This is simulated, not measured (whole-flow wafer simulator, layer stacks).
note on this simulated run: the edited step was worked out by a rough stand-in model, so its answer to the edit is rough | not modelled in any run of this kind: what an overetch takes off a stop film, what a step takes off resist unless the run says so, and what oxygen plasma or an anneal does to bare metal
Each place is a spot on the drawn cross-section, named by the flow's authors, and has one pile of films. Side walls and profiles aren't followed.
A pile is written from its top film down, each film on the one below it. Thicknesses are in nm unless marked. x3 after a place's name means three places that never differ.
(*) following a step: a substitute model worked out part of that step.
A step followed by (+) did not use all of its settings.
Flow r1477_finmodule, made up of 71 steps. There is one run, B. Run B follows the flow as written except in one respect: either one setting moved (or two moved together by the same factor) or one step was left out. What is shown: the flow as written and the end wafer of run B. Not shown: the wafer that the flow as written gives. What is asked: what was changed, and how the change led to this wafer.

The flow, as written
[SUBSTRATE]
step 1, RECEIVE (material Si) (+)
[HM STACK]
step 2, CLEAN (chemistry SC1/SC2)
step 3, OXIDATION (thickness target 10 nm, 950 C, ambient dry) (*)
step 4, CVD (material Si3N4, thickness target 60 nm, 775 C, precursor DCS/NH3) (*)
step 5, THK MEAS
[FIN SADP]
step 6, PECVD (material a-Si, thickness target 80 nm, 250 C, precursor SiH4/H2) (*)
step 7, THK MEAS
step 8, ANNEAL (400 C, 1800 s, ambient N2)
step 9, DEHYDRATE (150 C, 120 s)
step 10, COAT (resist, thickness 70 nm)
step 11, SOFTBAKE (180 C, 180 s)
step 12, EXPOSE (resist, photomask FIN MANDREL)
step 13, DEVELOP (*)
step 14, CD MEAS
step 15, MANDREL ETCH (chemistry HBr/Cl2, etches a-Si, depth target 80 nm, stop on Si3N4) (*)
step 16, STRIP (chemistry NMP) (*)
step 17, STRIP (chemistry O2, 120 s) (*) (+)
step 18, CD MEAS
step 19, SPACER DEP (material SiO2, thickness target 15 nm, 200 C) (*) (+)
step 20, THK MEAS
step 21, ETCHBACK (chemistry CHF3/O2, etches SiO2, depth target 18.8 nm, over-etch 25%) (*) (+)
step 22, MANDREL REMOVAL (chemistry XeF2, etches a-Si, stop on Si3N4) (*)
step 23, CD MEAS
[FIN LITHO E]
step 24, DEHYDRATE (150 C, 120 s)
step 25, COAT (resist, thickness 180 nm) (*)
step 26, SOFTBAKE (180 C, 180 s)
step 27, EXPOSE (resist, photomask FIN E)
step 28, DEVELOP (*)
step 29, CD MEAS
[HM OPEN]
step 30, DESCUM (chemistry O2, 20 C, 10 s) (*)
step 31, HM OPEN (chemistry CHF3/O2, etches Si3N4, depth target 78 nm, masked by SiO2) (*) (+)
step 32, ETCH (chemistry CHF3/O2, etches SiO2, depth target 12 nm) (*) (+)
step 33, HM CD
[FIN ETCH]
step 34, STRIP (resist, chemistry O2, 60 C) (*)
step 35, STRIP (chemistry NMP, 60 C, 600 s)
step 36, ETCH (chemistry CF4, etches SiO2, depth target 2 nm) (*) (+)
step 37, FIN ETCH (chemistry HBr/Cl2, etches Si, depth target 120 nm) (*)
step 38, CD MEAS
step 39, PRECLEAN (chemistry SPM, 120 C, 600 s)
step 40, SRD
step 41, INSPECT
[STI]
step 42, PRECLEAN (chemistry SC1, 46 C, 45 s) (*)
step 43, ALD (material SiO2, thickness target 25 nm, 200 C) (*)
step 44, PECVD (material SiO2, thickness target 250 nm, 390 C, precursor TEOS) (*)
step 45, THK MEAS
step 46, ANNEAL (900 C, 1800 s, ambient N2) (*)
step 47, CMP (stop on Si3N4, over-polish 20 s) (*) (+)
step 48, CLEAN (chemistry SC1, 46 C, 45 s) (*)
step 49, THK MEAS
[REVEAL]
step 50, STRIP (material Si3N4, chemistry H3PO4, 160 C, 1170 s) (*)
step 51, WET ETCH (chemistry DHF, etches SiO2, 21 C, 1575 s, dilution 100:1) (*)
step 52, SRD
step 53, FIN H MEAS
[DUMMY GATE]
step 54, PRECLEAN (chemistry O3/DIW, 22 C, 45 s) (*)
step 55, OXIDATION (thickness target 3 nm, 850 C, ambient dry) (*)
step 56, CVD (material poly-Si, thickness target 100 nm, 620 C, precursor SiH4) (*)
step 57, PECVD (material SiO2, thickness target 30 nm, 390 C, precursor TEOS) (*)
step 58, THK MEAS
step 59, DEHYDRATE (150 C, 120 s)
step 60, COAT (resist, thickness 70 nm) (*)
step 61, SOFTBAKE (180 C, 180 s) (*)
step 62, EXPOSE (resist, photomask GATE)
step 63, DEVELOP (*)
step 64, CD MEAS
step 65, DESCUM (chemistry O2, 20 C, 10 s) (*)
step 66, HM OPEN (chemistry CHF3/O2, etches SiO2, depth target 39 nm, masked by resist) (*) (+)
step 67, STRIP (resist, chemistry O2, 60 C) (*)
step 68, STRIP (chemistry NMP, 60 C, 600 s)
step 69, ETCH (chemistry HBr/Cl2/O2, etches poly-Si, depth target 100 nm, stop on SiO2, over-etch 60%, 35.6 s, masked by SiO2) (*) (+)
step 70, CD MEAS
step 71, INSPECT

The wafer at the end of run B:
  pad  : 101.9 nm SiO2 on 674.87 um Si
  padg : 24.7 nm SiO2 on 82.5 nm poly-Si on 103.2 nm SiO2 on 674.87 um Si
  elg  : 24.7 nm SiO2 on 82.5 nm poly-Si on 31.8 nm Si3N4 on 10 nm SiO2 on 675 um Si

The reason: step 56, CVD: thickness target 82.5 nm was run, whereas the flow has thickness target 100 nm.
One can read it off the wafer: padg has poly-Si 82.5, and step 56 as written asks for 100 nm.

Step by step, how the change led to this:
  step 56, CVD (material poly-Si, thickness target 100 nm, 620 C, precursor SiH4) (*)
      pad, padg, elg and 26 more: poly-Si gains 82.5 (new film) (as written it would have been: poly-Si gains 100 (new film))
      s40cg, s40co: poly-Si gains 96 (new film) (as written it would have been: poly-Si gains 113.9 (new film))
      (and at 5 other places as well)
  step 67, STRIP (resist, chemistry O2, 60 C) (*)
      s50cg: resist loses 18 (all of it) (as written it would have been: resist loses 17.4 (all of it))
  step 69, ETCH (chemistry HBr/Cl2/O2, etches poly-Si, depth target 100 nm, stop on SiO2, over-etch 60%, 35.6 s, masked by SiO2) (*) (+)
      pad, eso, e40so and 8 more: chemical SiO2 loses 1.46 (all of it), poly-Si loses 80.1 (all of it), SiO2 loses 1.3 (as written it would have been: chemical SiO2 loses 1.46 (all of it), poly-Si loses 97.6 (all of it), SiO2 loses 0.42)
      elo, e40lo, e100lo, e200lo: chemical SiO2 loses 1.46 (all of it), poly-Si loses 80.1 (all of it), Si3N4 loses 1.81 (as written it would have been: chemical SiO2 loses 1.46 (all of it), poly-Si loses 97.6 (all of it), Si3N4 loses 0.22)
      (and at 3 other places as well)
